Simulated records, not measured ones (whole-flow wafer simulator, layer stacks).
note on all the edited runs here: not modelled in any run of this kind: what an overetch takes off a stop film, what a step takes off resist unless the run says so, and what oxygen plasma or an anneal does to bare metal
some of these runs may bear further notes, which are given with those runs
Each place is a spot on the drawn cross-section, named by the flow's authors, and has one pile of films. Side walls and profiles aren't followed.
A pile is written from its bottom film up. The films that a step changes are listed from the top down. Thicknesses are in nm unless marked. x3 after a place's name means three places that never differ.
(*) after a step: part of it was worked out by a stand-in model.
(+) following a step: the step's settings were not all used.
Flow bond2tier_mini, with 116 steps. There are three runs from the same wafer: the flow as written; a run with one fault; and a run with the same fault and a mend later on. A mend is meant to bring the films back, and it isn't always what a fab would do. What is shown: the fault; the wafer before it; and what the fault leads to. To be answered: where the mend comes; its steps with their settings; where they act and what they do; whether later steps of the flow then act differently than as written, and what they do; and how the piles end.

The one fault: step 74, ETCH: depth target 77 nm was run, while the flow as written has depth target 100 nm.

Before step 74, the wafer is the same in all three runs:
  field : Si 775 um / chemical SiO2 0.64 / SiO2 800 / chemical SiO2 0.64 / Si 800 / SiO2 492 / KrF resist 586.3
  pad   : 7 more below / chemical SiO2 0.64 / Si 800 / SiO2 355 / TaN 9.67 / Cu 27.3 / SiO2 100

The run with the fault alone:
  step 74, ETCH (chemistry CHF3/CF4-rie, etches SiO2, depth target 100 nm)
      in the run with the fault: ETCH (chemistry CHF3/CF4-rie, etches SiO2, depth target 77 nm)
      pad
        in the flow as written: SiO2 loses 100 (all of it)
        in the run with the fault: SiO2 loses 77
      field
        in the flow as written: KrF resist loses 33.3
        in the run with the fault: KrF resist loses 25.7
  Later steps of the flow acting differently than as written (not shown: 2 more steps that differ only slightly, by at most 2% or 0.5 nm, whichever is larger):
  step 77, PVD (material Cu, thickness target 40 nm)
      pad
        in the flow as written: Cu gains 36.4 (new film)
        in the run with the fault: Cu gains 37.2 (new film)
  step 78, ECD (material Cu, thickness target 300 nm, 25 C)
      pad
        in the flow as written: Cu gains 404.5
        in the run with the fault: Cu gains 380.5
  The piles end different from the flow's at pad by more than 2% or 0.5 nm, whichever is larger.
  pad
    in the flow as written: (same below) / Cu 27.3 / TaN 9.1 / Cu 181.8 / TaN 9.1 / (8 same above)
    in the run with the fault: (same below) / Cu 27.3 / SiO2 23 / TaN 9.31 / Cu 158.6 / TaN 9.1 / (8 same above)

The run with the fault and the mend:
  The mend stands after step 75.
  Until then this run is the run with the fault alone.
  step 75a, COAT (KrF resist, thickness 600 nm) (*) (the flow's step 69 again)
      field
        KrF resist gains 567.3 (new film)
      pad
        KrF resist gains 634 (new film)
  step 75b, SOFTBAKE (KrF resist) (the flow's step 70 again)
      alters no film at any place that is followed
  step 75c, EXPOSE (photomask T2PAD, NA 0.6) (the flow's step 71 again)
      alters no film at any place that is followed
  step 75d, PEB (KrF resist) (the flow's step 72 again)
      alters no film at any place that is followed
  step 75e, DEVELOP (developer TMAH-0.26N, 60 s) (the flow's step 73 again)
      field
        KrF resist loses 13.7
      pad
        KrF resist loses 634 (all of it)
  step 75f, ETCH (chemistry CHF3/CF4-rie, etches SiO2, depth target 23 nm) (the flow's step 74 again, with other settings)
      field
        KrF resist loses 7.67
      pad
        SiO2 loses 23 (all of it)
  step 75g, STRIP (chemistry O2, over-ash 100%) (+) (the flow's step 75 again)
      field
        KrF resist loses 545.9 (all of it)
  None of the later steps of the flow acts differently than as written at any place that is followed.
  At every place that both follow, the piles at the end match the flow's.
